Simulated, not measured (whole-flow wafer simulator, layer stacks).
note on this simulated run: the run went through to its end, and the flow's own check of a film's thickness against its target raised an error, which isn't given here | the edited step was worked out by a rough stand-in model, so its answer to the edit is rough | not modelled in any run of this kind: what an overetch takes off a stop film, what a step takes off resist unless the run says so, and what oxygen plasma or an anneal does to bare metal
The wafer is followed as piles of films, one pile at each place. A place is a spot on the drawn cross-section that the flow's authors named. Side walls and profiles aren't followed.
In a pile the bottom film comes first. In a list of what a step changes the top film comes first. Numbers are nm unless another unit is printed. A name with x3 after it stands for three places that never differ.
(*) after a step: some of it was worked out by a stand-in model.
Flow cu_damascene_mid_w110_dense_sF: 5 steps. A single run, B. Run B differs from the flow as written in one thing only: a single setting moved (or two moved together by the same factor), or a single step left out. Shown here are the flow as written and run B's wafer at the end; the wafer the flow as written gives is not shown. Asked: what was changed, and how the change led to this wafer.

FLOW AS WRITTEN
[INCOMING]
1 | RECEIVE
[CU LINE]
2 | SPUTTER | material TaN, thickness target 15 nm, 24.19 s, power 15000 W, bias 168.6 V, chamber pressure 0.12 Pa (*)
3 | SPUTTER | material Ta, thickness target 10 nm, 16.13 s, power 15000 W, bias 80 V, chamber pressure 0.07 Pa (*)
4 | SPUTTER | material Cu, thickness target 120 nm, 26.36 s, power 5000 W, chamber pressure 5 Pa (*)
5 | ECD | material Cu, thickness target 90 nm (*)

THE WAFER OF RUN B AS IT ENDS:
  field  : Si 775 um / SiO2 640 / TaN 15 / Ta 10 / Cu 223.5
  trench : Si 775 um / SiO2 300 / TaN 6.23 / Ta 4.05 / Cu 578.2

What caused this: step 5, ECD: thickness target 103.5 nm was run, while the flow as written has thickness target 90 nm.

How this came from the change, step by step:
  5 | ECD | material Cu, thickness target 90 nm (*)
      field: Cu gains 103.5 (in the flow as written it would be: Cu gains 90)
      trench: Cu gains 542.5 (in the flow as written it would be: Cu gains 529)
